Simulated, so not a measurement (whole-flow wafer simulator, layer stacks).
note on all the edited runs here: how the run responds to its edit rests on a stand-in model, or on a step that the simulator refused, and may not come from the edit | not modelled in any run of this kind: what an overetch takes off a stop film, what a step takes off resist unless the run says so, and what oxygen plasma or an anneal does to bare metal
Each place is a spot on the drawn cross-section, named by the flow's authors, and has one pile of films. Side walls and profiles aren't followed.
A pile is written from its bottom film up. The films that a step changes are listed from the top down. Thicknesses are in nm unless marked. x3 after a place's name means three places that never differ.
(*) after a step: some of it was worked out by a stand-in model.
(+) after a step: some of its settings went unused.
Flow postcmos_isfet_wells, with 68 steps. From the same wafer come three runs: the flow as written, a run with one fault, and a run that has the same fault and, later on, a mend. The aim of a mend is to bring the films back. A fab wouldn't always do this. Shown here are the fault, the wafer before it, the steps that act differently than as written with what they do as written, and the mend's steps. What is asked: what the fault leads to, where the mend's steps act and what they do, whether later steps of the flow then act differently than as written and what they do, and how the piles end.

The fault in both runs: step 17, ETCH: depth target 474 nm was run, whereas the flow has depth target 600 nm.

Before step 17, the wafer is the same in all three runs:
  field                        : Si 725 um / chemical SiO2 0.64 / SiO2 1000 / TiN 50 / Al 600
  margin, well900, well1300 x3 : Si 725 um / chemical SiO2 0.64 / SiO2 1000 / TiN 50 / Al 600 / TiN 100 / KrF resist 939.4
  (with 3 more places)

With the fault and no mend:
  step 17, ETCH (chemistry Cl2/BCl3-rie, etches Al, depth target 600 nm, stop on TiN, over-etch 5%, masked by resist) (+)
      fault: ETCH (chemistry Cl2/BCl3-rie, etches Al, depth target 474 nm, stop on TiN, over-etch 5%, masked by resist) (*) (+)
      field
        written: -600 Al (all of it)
        fault: -474 Al
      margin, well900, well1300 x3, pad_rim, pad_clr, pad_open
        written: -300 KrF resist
        fault: -237 KrF resist
  Steps further on in the flow that do not act as written:
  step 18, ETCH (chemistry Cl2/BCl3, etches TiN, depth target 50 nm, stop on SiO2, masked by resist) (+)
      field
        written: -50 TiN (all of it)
        fault: -50 Al
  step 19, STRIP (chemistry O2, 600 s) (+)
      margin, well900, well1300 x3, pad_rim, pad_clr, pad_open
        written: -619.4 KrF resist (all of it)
        fault: -682.4 KrF resist (all of it)
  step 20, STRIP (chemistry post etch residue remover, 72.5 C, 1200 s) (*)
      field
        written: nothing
        fault: -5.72 Al
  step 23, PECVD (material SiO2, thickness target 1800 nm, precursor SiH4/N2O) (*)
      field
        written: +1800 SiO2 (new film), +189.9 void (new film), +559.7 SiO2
        fault: +2429.3 SiO2 (new film)
  At field, the piles at the end differ from the flow's by more than 2% or 0.5 nm, whichever is larger.
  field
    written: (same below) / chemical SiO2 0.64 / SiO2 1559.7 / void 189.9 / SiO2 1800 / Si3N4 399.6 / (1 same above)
    fault: (same below) / chemical SiO2 0.64 / SiO2 1000 / TiN 50 / Al 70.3 / SiO2 2429.3 / Si3N4 399.6 / (1 same above)

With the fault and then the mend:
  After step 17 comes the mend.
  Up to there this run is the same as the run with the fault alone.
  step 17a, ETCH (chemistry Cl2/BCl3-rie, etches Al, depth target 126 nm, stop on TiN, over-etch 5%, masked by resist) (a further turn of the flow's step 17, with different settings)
      margin, well900, well1300 x3, pad_rim, pad_clr, pad_open
        -63 KrF resist
      field
        -126 Al (all of it)
  Every later step of the flow that is run acts as written at every place that is followed.
  The piles end the same as the flow's at every place that both follow.
